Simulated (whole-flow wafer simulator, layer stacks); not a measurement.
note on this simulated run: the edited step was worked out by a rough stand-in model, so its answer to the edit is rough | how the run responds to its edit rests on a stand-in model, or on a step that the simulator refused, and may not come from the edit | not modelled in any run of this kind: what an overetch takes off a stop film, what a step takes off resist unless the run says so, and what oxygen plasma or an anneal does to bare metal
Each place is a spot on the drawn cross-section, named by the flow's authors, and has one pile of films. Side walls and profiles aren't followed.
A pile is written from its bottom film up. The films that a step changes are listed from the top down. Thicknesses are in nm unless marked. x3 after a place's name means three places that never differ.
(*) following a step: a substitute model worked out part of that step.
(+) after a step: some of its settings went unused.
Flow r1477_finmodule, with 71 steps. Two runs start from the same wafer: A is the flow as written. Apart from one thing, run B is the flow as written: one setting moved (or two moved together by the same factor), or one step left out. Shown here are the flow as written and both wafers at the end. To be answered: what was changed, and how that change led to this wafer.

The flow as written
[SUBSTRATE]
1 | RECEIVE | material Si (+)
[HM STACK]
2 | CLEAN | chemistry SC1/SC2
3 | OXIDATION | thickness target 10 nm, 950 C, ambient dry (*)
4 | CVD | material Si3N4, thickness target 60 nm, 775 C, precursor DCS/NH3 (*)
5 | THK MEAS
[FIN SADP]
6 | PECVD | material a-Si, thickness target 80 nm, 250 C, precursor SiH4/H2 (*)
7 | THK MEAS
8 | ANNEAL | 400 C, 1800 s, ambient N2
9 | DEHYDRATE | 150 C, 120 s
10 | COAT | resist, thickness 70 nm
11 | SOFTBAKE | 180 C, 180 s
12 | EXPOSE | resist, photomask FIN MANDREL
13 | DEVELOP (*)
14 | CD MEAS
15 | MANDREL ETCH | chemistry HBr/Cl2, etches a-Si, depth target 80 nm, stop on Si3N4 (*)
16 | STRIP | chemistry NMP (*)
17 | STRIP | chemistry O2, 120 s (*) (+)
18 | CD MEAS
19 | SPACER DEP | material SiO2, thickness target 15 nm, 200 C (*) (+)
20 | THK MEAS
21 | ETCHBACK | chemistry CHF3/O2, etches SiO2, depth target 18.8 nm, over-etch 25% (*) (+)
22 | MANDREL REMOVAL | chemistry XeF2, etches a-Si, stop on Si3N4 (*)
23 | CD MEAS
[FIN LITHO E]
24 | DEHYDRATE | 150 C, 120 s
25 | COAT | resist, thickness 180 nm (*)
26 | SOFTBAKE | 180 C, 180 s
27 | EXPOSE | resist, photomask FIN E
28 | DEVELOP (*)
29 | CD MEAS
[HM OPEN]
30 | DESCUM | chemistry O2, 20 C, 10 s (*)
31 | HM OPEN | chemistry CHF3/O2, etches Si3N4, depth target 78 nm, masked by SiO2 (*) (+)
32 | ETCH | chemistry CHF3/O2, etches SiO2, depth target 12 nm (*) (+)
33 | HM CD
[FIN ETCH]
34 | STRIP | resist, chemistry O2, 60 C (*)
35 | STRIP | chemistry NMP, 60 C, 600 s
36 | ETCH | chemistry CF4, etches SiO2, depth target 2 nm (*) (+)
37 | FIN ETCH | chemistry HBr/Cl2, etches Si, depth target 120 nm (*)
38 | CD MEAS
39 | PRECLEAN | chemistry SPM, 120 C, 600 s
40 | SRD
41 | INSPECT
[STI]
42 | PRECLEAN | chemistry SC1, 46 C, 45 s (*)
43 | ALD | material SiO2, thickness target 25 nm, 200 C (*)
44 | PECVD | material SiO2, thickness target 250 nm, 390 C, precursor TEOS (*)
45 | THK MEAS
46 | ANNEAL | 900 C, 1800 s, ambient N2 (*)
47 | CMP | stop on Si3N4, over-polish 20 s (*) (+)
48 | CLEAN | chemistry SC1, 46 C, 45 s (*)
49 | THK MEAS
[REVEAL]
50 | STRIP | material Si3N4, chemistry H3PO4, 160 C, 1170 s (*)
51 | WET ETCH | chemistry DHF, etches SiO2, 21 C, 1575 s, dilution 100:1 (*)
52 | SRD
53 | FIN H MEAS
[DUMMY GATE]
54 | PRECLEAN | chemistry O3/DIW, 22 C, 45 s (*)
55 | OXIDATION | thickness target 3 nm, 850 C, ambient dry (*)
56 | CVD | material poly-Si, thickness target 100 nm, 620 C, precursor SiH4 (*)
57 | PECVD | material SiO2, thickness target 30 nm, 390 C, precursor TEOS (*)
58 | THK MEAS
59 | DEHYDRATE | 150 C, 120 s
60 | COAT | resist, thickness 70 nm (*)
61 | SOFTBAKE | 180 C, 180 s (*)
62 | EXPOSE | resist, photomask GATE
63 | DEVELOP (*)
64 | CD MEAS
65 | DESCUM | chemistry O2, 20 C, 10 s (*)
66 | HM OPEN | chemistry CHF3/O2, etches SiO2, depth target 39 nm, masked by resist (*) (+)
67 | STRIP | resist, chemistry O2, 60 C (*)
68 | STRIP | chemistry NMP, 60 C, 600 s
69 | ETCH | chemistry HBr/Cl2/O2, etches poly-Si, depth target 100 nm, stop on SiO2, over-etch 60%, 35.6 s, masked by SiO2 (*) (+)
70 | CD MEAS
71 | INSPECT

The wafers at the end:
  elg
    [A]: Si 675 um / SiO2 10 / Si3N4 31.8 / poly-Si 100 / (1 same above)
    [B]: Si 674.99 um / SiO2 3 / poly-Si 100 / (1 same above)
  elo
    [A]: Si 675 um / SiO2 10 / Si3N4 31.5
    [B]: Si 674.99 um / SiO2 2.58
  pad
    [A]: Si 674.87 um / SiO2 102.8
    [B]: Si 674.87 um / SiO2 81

Cause: step 6, PECVD: thickness target 55.2 nm was run, though the flow has thickness target 80 nm.

Step by step, how the change led to this:
  6 | PECVD | material a-Si, thickness target 80 nm, 250 C, precursor SiH4/H2 (*)
      pad, padg, elg and 33 more: A a-Si gains 80 (new film) | B a-Si gains 55.2 (new film)
  15 | MANDREL ETCH | chemistry HBr/Cl2, etches a-Si, depth target 80 nm, stop on Si3N4 (*)
      pad, padg, elg and 27 more: A a-Si loses 80 (all of it) | B a-Si loses 55.2 (all of it)
  21 | ETCHBACK | chemistry CHF3/O2, etches SiO2, depth target 18.8 nm, over-etch 25% (*) (+)
      s40sg_line, s45sg_line, s50sg_line, s40so_line, s45so_line, s50so_line: A SiO2 gains 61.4 | B SiO2 gains 36.6
  22 | MANDREL REMOVAL | chemistry XeF2, etches a-Si, stop on Si3N4 (*)
      s40cg, s45cg, s50cg, s40co, s45co, s50co: A a-Si loses 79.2 (all of it) | B a-Si loses 54.4 (all of it)
  25 | COAT | resist, thickness 180 nm (*)
      s40cg, s40co: A resist gains 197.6 (new film) | B resist gains 191.4 (new film)
      s40sg, s40so: A resist gains 201.2 (new film) | B resist gains 195 (new film)
      (and at 14 other places as well)
  28 | DEVELOP (*)
      s40cg, s40co: A resist loses 197.6 (all of it) | B resist loses 191.4 (all of it)
      s40sg, s40so: A resist loses 201.2 (all of it) | B resist loses 195 (all of it)
      (and at 14 other places as well)
  36 | ETCH | chemistry CF4, etches SiO2, depth target 2 nm (*) (+)
      s40sg_line, s45sg_line, s50sg_line, s40so_line, s45so_line, s50so_line: A SiO2 loses 2 | B SiO2 loses 0.6 (all of it), Si3N4 loses 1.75
      elg, e40lg, e100lg, e200lg, elo, e40lo, e100lo, e200lo: A Si3N4 loses 2.5 | B Si3N4 loses 1.13
  37 | FIN ETCH | chemistry HBr/Cl2, etches Si, depth target 120 nm (*)
      s40sg_line, s45sg_line, s50sg_line, s40so_line, s45so_line, s50so_line: A SiO2 loses 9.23 | B Si3N4 loses 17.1
  43 | ALD | material SiO2, thickness target 25 nm, 200 C (*)
      s40sg_line, s45sg_line, s50sg_line, s40so_line, s45so_line, s50so_line: A SiO2 gains 25 | B SiO2 gains 25 (new film)
      s40cg, s45cg, s50cg, s40co, s45co, s50co: A SiO2 gains 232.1 (new film) | B SiO2 gains 199.1 (new film)
  47 | CMP | stop on Si3N4, over-polish 20 s (*) (+)
      elg, e40lg, e100lg, e200lg, elo, e40lo, e100lo, e200lo: A SiO2 loses 241.6 | B SiO2 loses 263.8 (all of it), Si3N4 loses 1.12
      pad, padg, e40sg and 11 more: A SiO2 loses 71.8 | B SiO2 loses 93.7
      (and at 14 other places as well)
  50 | STRIP | material Si3N4, chemistry H3PO4, 160 C, 1170 s (*)
      elg, e40lg, e100lg, e200lg, elo, e40lo, e100lo, e200lo: A SiO2 loses 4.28 | B Si3N4 loses 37 (all of it), SiO2 loses 2.05
      s40sg_line, s45sg_line, s50sg_line, s40so_line, s45so_line, s50so_line: A Si3N4 loses 58.9 (all of it), SiO2 loses 1.37 | B Si3N4 loses 37 (all of it), SiO2 loses 2.05
  51 | WET ETCH | chemistry DHF, etches SiO2, 21 C, 1575 s, dilution 100:1 (*)
      elg, e40lg, e100lg, e200lg, elo, e40lo, e100lo, e200lo: A SiO2 loses 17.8 (all of it), Si3N4 loses 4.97 | B SiO2 loses 7.95 (all of it)
      s40sg_line, s45sg_line, s50sg_line, s40so_line, s45so_line, s50so_line: A SiO2 loses 8.63 (all of it) | B SiO2 loses 7.95 (all of it)
  54 | PRECLEAN | chemistry O3/DIW, 22 C, 45 s (*)
      elg, e40lg, e100lg, e200lg, elo, e40lo, e100lo, e200lo: A nothing | B chemical SiO2 gains 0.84 (new film), Si loses 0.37
  55 | OXIDATION | thickness target 3 nm, 850 C, ambient dry (*)
      elg, e40lg, e100lg, e200lg, elo, e40lo, e100lo, e200lo: A nothing | B SiO2 gains 3 (new film), chemical SiO2 loses 0.84 (all of it), Si loses 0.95
  56 | CVD | material poly-Si, thickness target 100 nm, 620 C, precursor SiH4 (*)
      s40cg, s40co: A poly-Si gains 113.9 (new film) | B poly-Si gains 137.8 (new film)
      s45cg, s45co: A poly-Si gains 113.4 (new film) | B poly-Si gains 137.8 (new film)
      (and at 3 other places as well)
  60 | COAT | resist, thickness 70 nm (*)
      e40sg, e40so: A resist gains 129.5 (new film) | B resist gains 112.2 (new film)
      e100sg, e100so: A resist gains 129.4 (new film) | B resist gains 112.1 (new film)
      (and at 15 other places as well)
  ... another 2 steps ...
  69 | ETCH | chemistry HBr/Cl2/O2, etches poly-Si, depth target 100 nm, stop on SiO2, over-etch 60%, 35.6 s, masked by SiO2 (*) (+)
      s40co: A chemical SiO2 loses 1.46 (all of it), poly-Si loses 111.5 (all of it), SiO2 loses 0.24 | B chemical SiO2 loses 1.37 (all of it), poly-Si loses 135.4 (all of it), SiO2 loses 0.12
      s45co: A chemical SiO2 loses 1.46 (all of it), poly-Si loses 110.9 (all of it), SiO2 loses 0.25 | B chemical SiO2 loses 1.37 (all of it), poly-Si loses 135.4 (all of it), SiO2 loses 0.12
      (and at 1 other place as well)
